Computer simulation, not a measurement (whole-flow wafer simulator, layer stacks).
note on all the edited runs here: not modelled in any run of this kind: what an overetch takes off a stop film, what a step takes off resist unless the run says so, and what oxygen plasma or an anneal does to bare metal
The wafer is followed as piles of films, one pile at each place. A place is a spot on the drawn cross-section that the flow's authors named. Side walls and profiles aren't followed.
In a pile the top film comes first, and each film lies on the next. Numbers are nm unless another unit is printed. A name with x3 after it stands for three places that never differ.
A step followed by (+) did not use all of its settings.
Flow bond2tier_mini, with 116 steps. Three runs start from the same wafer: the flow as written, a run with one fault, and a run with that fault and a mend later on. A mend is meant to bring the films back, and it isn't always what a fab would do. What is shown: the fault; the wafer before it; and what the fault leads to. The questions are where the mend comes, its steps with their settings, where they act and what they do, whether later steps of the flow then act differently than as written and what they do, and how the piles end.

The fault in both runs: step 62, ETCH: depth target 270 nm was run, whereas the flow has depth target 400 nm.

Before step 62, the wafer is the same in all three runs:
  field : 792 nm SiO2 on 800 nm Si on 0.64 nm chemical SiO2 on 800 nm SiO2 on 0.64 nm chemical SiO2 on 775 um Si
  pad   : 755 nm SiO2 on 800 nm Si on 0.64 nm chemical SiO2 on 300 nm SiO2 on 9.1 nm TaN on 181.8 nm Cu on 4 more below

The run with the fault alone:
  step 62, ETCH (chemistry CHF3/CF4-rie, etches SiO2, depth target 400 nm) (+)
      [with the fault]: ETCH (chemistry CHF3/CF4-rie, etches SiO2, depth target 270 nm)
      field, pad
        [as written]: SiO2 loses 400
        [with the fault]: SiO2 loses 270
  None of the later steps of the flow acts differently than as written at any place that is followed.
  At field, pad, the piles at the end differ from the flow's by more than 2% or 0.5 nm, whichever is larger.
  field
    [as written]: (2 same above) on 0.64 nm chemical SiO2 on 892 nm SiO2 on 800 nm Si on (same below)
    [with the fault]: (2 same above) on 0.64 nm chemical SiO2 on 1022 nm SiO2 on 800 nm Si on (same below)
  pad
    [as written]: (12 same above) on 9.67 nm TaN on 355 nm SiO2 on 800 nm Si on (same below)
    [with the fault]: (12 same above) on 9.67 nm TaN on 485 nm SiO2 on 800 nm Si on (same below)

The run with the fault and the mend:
  The mend follows step 62.
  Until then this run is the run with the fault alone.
  step 62a, ETCH (chemistry CHF3/CF4-rie, etches SiO2, depth target 130 nm) (+) (the flow's step 62, run once more with other settings)
      field, pad
        SiO2 loses 130
  None of the later steps of the flow acts differently than as written at any place that is followed.
  The piles end the same as the flow's at every place that both follow.
